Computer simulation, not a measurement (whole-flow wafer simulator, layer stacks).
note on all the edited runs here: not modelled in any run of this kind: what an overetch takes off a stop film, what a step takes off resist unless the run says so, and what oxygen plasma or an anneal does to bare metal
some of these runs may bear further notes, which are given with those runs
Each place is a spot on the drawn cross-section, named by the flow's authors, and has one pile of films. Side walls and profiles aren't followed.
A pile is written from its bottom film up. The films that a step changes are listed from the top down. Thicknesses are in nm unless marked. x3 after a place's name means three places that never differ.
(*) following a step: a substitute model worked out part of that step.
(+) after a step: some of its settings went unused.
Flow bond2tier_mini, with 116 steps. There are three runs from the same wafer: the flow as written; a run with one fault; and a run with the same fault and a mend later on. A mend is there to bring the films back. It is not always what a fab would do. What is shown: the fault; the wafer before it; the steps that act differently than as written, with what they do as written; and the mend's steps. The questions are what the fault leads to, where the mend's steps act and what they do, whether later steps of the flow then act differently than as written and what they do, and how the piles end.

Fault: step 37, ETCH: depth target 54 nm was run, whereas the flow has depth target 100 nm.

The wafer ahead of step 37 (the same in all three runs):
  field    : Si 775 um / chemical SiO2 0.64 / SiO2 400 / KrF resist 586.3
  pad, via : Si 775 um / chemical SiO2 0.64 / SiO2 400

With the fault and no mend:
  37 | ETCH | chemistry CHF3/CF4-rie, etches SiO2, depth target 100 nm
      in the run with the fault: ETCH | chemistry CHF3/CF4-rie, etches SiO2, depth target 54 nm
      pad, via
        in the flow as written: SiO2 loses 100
        in the run with the fault: SiO2 loses 54
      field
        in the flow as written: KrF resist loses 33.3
        in the run with the fault: KrF resist loses 18
  Steps later in the flow that act otherwise than as written (1 more step, not shown, differs only slightly: by at most 2% or 0.5 nm, whichever is larger):
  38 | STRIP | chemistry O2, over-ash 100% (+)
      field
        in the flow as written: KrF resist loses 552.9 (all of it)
        in the run with the fault: KrF resist loses 568.3 (all of it)
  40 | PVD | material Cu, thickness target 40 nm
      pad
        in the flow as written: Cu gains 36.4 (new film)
        in the run with the fault: Cu gains 38 (new film)
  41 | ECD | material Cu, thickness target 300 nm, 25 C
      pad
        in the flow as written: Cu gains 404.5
        in the run with the fault: Cu gains 356.5
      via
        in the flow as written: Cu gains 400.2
        in the run with the fault: Cu gains 354
  By the end, the piles at pad depart from the flow's by more than 2% or 0.5 nm, whichever is larger.
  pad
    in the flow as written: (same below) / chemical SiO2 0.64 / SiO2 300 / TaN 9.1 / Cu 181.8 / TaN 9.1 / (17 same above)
    in the run with the fault: (same below) / chemical SiO2 0.64 / SiO2 346 / TaN 9.51 / Cu 135.4 / TaN 9.1 / (17 same above)

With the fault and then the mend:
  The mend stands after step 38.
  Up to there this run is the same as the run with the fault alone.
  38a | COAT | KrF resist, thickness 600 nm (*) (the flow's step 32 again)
      field
        KrF resist gains 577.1 (new film)
      pad
        KrF resist gains 623.9 (new film)
      via
        KrF resist gains 621 (new film)
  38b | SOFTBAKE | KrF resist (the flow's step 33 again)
      alters no film at any place that is followed
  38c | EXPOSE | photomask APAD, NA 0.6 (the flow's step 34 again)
      alters no film at any place that is followed
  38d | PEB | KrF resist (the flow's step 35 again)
      alters no film at any place that is followed
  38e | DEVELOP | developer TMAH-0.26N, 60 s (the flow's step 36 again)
      field
        KrF resist loses 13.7
      pad
        KrF resist loses 623.9 (all of it)
      via
        KrF resist loses 621 (all of it)
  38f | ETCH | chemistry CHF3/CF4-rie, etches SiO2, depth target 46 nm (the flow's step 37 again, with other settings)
      pad, via
        SiO2 loses 46
      field
        KrF resist loses 15.3
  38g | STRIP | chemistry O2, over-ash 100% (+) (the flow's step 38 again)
      field
        KrF resist loses 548 (all of it)
  Every later step of the flow that is run acts as written at every place that is followed.
  At every place that both follow, the piles at the end match the flow's.
